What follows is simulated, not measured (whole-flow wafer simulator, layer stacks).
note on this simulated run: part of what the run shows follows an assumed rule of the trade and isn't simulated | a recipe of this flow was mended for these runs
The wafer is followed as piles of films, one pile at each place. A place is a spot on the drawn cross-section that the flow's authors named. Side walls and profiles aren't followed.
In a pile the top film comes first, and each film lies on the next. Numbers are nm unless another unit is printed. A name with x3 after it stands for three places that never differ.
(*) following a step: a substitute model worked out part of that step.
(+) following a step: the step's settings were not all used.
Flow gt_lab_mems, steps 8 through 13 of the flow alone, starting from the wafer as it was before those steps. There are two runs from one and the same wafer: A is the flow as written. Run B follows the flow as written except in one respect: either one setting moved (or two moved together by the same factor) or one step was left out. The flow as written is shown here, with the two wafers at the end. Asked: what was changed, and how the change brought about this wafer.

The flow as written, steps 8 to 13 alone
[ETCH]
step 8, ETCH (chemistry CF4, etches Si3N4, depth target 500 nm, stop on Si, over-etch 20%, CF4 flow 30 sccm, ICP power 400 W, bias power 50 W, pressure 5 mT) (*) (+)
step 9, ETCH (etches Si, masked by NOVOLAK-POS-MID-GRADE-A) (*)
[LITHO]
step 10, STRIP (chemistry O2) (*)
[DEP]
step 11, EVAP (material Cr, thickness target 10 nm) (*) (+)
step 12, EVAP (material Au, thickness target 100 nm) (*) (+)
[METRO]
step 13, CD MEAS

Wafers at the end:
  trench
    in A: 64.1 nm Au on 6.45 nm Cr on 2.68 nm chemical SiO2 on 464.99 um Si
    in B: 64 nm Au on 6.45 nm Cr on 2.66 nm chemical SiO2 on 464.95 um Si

Cause: step 8, ETCH: depth target 575 nm was run, while the flow as written has depth target 500 nm.

The path from the change to this, step by step:
  step 8, ETCH (chemistry CF4, etches Si3N4, depth target 500 nm, stop on Si, over-etch 20%, CF4 flow 30 sccm, ICP power 400 W, bias power 50 W, pressure 5 mT) (*) (+)
      field: A -400 g/i-line-resist | B -460 g/i-line-resist
      trench: A -500 Si3N4 (all of it), -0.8 chemical SiO2 (all of it), -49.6 Si | B -500 Si3N4 (all of it), -0.8 chemical SiO2 (all of it), -94.6 Si
  step 10, STRIP (chemistry O2) (*)
      field: A -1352 g/i-line-resist (all of it) | B -1292 g/i-line-resist (all of it)
